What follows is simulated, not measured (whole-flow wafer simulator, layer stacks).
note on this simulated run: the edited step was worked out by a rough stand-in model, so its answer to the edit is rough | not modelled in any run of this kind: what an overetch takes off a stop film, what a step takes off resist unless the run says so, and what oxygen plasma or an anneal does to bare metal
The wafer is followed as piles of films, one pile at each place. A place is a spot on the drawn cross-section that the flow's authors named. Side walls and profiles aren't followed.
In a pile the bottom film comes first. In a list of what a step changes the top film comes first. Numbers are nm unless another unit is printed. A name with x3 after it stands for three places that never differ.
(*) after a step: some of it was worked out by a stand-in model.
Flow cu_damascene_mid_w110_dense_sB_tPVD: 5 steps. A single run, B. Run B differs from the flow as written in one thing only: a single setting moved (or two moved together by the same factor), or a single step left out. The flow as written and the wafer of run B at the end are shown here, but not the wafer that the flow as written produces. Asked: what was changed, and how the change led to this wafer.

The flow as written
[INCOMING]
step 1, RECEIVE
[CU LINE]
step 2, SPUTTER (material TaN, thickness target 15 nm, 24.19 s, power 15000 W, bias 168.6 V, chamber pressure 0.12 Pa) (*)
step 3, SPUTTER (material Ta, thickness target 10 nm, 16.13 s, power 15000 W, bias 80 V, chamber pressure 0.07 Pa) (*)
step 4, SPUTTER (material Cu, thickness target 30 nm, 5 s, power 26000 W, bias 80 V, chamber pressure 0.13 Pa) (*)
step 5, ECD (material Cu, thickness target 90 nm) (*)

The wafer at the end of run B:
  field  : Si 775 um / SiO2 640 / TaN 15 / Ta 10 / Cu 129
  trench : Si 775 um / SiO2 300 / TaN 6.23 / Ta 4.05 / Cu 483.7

The reason: step 5, ECD: thickness target 99 nm was run, while the flow as written has thickness target 90 nm.

Step by step, how the change led to this:
  step 5, ECD (material Cu, thickness target 90 nm) (*)
      field: +99 Cu (as written it would have been: +90 Cu)
